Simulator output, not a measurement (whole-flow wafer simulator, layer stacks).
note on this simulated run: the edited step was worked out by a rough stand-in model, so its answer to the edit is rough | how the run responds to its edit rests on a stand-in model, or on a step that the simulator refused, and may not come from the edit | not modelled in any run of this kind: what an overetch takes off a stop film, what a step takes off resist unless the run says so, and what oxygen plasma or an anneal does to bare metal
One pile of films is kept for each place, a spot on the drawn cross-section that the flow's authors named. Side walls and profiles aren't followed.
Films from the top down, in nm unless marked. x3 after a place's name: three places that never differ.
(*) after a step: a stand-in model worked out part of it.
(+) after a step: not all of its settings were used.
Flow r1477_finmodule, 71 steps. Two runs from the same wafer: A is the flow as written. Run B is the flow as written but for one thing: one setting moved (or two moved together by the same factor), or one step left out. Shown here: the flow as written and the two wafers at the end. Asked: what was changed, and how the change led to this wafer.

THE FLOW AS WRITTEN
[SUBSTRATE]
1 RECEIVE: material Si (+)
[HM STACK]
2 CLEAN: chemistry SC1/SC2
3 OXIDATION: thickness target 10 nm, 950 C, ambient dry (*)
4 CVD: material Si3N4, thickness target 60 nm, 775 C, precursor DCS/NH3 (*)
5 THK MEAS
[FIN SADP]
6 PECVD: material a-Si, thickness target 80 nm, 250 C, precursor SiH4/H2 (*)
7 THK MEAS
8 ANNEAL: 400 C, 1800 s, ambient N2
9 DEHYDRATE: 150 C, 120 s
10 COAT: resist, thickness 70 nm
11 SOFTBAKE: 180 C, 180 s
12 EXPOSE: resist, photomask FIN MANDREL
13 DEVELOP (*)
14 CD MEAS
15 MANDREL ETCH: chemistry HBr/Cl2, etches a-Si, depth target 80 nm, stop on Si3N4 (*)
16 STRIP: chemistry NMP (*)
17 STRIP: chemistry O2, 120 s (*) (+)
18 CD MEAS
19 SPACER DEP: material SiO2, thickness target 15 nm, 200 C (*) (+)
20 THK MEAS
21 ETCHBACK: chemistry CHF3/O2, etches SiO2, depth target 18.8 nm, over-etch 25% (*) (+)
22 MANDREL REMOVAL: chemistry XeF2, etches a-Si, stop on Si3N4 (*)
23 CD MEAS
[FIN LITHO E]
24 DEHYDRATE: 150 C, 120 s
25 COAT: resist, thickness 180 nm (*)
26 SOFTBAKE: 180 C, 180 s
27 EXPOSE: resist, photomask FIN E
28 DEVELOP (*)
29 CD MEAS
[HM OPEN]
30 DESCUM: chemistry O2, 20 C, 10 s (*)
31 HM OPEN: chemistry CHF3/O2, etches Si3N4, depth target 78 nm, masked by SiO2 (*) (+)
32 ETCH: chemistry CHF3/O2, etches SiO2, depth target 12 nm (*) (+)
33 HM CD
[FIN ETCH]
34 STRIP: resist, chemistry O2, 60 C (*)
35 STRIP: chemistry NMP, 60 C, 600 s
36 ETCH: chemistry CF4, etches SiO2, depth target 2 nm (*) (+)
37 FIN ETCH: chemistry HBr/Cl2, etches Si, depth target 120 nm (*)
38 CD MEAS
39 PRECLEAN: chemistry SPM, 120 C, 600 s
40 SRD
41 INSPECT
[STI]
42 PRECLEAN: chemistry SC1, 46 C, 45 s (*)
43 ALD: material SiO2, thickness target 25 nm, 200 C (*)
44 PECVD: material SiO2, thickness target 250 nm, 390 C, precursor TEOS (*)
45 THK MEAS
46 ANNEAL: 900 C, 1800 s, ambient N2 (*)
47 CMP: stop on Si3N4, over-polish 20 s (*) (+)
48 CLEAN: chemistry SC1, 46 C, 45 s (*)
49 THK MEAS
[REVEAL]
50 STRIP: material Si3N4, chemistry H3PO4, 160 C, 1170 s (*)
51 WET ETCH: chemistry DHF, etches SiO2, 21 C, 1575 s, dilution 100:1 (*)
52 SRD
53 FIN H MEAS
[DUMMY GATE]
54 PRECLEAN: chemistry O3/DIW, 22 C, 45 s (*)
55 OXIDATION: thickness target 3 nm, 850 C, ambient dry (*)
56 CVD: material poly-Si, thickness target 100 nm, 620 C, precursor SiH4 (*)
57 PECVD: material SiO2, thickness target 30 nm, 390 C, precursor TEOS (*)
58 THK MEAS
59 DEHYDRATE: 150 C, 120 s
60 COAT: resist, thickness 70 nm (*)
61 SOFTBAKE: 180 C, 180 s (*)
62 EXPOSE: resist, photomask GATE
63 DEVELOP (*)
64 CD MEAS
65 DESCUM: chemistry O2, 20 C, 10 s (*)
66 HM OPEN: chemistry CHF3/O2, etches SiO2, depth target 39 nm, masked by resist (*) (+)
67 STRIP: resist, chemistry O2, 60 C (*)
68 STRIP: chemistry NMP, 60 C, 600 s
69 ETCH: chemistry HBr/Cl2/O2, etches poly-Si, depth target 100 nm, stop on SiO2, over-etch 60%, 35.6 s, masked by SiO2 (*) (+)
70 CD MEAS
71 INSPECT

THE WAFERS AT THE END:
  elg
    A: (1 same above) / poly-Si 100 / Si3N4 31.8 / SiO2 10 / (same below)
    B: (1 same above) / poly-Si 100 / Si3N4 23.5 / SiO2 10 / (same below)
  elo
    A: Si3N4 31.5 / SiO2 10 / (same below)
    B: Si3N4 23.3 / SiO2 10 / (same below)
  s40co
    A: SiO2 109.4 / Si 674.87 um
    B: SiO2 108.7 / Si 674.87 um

The cause: step 21, ETCHBACK: depth target 28.2 nm was run, where the flow has depth target 18.8 nm.

How the change led to this, step by step:
  21 ETCHBACK: chemistry CHF3/O2, etches SiO2, depth target 18.8 nm, over-etch 25% (*) (+)
      pad, padg, elg and 21 more: A SiO2 -15 (all of it), Si3N4 -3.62 | B SiO2 -15 (all of it), Si3N4 -12.6
      s40cg, s45cg, s50cg, s40co, s45co, s50co: A SiO2 -15.4 (all of it), a-Si -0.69 | B SiO2 -15.4 (all of it), a-Si -2.57
      (and at 6 more places)
  22 MANDREL REMOVAL: chemistry XeF2, etches a-Si, stop on Si3N4 (*)
      s40cg, s45cg, s50cg, s40co, s45co, s50co: A a-Si -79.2 (all of it) | B a-Si -77.3 (all of it)
  25 COAT: resist, thickness 180 nm (*)
      s40cg, s40co: A resist +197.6 (new film) | B resist +191.5 (new film)
      s40sg_line, s40so_line: A resist +121.2 (new film) | B resist +124.5 (new film)
      (and at 8 more places)
  28 DEVELOP (*)
      s40cg, s40co: A resist -197.6 (all of it) | B resist -191.5 (all of it)
      s40sg_line, s40so_line: A resist -121.2 (all of it) | B resist -124.5 (all of it)
      (and at 8 more places)
  31 HM OPEN: chemistry CHF3/O2, etches Si3N4, depth target 78 nm, masked by SiO2 (*) (+)
      pad, padg, esg and 13 more: A Si3N4 -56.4 (all of it), SiO2 -10 (all of it) | B Si3N4 -47.4 (all of it), SiO2 -10 (all of it)
      elg, e40lg, e100lg, e200lg, elo, e40lo, e100lo, e200lo: A resist -78 | B resist -71.1
      (and at 12 more places)
  32 ETCH: chemistry CHF3/O2, etches SiO2, depth target 12 nm (*) (+)
      s40cg, s45cg, s50cg, s40co, s45co, s50co: A SiO2 -1 (all of it), Si -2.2 | B SiO2 -4.43 (all of it), Si -1.51
  34 STRIP: resist, chemistry O2, 60 C (*)
      elg, e40lg, e100lg, e200lg, elo, e40lo, e100lo, e200lo: A resist -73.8 (all of it) | B resist -80.6 (all of it)
  43 ALD: material SiO2, thickness target 25 nm, 200 C (*)
      s40cg, s45cg, s50cg, s40co, s45co, s50co: A SiO2 +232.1 (new film) | B SiO2 +225.4 (new film)
      esg: A SiO2 +194.3 (new film) | B SiO2 +185.3 (new film)
  47 CMP: stop on Si3N4, over-polish 20 s (*) (+)
      elg, e40lg, e100lg, e200lg, elo, e40lo, e100lo, e200lo: A SiO2 -241.6 | B SiO2 -232.6
      s40cg, s45cg, s50cg, s40co, s45co, s50co: A SiO2 -279 | B SiO2 -273.1
      (and at 7 more places)
  51 WET ETCH: chemistry DHF, etches SiO2, 21 C, 1575 s, dilution 100:1 (*)
      elg, e40lg, e100lg, e200lg, elo, e40lo, e100lo, e200lo: A SiO2 -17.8 (all of it), Si3N4 -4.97 | B SiO2 -26.8 (all of it), Si3N4 -4.25
  56 CVD: material poly-Si, thickness target 100 nm, 620 C, precursor SiH4 (*)
      esg: A poly-Si +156 (new film) | B poly-Si +147.9 (new film)
  60 COAT: resist, thickness 70 nm (*)
      e40sg, eso, e40so: A resist +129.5 (new film) | B resist +121.7 (new film)
      e100sg, e100so: A resist +129.4 (new film) | B resist +121.6 (new film)
      (and at 2 more places)
  63 DEVELOP (*)
      eso, e40so: A resist -129.5 (all of it) | B resist -121.7 (all of it)
      e100so: A resist -129.4 (all of it) | B resist -121.6 (all of it)
      (and at 1 more place)
  67 STRIP: resist, chemistry O2, 60 C (*)
      e40sg: A resist -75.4 (all of it) | B resist -67.5 (all of it)
      e100sg: A resist -75.3 (all of it) | B resist -67.5 (all of it)
      (and at 1 more place)
